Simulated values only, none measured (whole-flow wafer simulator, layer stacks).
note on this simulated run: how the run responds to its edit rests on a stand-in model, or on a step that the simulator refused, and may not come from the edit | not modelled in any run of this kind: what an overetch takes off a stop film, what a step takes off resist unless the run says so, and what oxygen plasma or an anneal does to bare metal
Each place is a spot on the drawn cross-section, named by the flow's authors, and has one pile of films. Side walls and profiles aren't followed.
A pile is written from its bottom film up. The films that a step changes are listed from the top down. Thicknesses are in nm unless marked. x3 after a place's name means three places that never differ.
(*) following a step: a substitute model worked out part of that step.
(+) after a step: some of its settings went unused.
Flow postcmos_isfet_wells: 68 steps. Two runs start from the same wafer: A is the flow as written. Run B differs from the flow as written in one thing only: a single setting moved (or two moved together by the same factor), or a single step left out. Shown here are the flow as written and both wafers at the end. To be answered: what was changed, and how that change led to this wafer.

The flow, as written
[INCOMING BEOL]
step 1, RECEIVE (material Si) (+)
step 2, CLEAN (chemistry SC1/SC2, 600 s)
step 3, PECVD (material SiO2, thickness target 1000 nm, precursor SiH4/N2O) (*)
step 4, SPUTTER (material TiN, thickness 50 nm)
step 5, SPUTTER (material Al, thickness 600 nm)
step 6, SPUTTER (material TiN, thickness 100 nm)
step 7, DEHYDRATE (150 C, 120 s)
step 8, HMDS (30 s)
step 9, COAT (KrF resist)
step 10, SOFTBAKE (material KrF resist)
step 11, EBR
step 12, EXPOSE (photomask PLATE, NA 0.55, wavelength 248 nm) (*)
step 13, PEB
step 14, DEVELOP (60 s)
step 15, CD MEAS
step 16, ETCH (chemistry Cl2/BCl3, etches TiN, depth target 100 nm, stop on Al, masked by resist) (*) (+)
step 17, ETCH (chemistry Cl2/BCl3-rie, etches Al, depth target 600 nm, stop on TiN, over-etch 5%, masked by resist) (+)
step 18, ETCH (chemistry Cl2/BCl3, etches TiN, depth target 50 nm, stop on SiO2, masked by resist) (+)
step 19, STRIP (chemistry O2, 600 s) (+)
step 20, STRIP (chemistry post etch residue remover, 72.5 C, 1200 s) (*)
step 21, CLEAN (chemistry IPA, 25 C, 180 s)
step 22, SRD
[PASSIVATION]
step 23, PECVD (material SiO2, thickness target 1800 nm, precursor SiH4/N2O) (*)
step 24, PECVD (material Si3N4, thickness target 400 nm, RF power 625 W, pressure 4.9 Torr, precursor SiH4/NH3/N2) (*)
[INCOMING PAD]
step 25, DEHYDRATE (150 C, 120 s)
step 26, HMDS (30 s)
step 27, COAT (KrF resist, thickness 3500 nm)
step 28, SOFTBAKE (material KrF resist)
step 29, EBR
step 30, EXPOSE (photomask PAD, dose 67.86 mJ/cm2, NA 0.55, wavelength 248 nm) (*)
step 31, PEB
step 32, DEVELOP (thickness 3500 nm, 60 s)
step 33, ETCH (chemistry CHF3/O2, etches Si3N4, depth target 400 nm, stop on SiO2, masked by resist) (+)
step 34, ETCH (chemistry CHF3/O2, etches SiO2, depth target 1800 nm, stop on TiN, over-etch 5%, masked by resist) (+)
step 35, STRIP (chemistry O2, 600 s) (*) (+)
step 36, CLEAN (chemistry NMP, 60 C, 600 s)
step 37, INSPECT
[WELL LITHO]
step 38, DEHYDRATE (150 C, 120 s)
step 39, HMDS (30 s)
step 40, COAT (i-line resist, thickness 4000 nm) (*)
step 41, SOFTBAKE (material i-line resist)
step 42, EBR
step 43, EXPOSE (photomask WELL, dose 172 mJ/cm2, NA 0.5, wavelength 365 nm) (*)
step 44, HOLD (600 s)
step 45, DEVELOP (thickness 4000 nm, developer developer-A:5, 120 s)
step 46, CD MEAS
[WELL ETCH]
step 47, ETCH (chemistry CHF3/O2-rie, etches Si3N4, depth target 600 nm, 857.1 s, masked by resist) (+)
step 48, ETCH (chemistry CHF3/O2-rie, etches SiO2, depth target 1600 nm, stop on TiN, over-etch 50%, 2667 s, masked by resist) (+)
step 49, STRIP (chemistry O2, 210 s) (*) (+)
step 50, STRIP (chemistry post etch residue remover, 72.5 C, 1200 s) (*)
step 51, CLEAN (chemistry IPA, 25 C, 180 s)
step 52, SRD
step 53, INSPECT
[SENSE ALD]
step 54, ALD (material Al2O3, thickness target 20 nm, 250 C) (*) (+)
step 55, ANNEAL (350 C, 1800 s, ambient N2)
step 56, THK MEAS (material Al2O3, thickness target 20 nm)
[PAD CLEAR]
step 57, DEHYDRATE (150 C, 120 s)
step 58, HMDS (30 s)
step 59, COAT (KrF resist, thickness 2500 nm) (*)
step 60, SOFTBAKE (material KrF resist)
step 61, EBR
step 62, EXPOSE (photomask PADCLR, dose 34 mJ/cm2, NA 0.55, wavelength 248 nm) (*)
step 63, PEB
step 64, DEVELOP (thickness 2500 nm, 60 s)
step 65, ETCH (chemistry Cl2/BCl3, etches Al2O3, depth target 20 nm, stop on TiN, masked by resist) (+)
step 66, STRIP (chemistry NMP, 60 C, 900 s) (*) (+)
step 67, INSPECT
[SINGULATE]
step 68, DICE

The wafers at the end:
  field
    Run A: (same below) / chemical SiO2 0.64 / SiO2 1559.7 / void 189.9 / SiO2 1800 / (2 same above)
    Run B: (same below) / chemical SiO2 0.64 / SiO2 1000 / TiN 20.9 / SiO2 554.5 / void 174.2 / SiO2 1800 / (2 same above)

What caused this: step 18, ETCH: depth target 28.7 nm was run, whereas the flow has depth target 50 nm.

How this came from the change, step by step:
  step 18, ETCH (chemistry Cl2/BCl3, etches TiN, depth target 50 nm, stop on SiO2, masked by resist) (+)
      field: A TiN loses 50 (all of it) | B TiN loses 28.7
      margin, well900, well1300 x3, pad_rim, pad_clr, pad_open: A KrF resist loses 20 | B KrF resist loses 11.5
  step 23, PECVD (material SiO2, thickness target 1800 nm, precursor SiH4/N2O) (*)
      field: A SiO2 gains 1800 (new film), void gains 189.9 (new film), SiO2 gains 559.7 | B SiO2 gains 1800 (new film), void gains 174.2 (new film), SiO2 gains 554.5 (new film)
If metal films that touch count as one body, field has 1 body; the flow as written gives 0 bodies.
